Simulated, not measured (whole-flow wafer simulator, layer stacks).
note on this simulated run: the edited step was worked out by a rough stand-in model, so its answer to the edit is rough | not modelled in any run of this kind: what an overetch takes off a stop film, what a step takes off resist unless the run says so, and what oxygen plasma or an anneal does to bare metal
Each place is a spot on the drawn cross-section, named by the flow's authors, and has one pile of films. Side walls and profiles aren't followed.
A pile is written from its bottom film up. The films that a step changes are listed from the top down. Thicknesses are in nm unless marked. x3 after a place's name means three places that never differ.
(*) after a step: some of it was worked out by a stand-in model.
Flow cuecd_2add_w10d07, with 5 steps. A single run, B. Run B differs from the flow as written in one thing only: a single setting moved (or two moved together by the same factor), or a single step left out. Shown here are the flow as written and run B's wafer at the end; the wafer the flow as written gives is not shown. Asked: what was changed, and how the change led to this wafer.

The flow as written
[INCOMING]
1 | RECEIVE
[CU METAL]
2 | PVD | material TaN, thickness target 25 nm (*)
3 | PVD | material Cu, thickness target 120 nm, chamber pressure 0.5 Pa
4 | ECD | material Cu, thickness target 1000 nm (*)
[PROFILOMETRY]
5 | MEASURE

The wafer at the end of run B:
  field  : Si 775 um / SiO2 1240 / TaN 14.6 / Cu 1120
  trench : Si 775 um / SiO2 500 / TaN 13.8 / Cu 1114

The reason: step 2, PVD: thickness target 14.6 nm was run, though the flow has thickness target 25 nm.
The wafer itself shows it: field has TaN 14.6, and step 2 as written asks for 25 nm.

Step by step, how the change led to this:
  2 | PVD | material TaN, thickness target 25 nm (*)
      field: TaN gains 14.6 (new film) (in the flow as written it would be: TaN gains 25 (new film))
      trench: TaN gains 13.8 (new film) (in the flow as written it would be: TaN gains 23.7 (new film))
